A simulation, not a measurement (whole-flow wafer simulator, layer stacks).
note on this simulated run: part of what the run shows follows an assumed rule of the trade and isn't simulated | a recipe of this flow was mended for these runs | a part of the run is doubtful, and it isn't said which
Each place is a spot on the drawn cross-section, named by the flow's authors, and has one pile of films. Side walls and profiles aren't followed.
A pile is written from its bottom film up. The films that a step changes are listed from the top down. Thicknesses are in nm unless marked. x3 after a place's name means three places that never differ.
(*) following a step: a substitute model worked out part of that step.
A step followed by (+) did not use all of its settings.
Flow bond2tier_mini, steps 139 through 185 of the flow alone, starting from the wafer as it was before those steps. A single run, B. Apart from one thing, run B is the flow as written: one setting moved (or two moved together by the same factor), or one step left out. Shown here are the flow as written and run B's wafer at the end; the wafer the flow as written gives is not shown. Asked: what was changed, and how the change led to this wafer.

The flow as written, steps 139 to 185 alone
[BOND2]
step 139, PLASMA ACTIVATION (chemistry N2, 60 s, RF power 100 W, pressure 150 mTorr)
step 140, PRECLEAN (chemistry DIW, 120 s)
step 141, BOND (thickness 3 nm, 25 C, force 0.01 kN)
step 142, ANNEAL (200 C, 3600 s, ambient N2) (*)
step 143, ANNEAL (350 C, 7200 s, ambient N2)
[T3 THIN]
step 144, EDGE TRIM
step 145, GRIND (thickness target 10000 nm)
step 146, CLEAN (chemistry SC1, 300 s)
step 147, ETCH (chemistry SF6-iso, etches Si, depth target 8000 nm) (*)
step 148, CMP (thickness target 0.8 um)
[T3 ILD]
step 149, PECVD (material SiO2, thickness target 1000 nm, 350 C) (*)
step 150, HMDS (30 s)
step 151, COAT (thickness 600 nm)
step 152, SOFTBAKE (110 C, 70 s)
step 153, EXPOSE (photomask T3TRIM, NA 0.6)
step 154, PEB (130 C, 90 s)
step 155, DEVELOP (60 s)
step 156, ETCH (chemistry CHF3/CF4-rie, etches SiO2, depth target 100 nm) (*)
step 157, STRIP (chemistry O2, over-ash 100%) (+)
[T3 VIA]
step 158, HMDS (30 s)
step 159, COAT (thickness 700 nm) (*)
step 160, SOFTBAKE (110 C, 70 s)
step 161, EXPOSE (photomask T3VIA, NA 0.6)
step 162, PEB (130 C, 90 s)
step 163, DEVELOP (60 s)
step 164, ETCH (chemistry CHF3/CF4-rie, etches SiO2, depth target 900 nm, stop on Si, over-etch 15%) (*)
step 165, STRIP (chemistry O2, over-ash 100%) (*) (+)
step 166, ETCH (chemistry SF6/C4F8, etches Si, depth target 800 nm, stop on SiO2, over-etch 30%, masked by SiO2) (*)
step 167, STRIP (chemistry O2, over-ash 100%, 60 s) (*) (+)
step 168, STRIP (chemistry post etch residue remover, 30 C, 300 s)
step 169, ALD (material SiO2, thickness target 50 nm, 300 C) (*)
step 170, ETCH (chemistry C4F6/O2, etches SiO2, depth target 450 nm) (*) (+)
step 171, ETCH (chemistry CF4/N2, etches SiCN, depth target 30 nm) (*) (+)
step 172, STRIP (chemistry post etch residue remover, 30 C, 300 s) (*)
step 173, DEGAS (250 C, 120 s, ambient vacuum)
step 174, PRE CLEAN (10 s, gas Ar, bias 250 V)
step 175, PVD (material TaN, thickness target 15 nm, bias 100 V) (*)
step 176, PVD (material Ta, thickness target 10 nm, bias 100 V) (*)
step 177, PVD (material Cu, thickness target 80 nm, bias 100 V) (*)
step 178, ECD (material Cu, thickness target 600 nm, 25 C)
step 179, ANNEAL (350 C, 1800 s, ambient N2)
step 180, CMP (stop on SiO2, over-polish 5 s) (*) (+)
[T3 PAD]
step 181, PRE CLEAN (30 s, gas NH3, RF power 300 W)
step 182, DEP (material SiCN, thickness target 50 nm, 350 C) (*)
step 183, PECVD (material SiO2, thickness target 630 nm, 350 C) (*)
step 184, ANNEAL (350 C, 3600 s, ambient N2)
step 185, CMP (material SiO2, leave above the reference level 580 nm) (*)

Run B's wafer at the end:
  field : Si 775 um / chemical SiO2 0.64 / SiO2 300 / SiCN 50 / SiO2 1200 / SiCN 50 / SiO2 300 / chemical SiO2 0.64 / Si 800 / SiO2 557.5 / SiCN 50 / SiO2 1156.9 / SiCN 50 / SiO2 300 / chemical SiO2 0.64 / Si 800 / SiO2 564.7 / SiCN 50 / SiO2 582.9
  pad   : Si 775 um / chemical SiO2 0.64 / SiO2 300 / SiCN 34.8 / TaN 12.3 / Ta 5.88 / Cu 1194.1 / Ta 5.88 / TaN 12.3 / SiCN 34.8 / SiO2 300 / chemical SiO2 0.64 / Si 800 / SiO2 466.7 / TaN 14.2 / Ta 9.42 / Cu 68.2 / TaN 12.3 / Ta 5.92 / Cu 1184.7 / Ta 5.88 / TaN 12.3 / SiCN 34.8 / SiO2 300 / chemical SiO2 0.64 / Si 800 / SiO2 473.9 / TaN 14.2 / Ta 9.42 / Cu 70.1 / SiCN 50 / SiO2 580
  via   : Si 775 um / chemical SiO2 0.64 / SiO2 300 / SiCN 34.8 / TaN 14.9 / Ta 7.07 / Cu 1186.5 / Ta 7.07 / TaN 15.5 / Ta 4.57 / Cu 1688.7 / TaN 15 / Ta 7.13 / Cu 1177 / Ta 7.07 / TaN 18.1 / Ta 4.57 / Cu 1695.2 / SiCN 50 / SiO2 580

Cause: step 171, ETCH: depth target 19.2 nm was run, whereas the flow has depth target 30 nm.

How this came from the change, step by step:
  step 171, ETCH (chemistry CF4/N2, etches SiCN, depth target 30 nm) (*) (+)
      field, pad: -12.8 SiO2 (in the flow as written it would be: -20 SiO2)
      via: -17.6 SiCN (all of it), -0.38 TaN (in the flow as written it would be: -17.6 SiCN (all of it), -3.01 TaN)
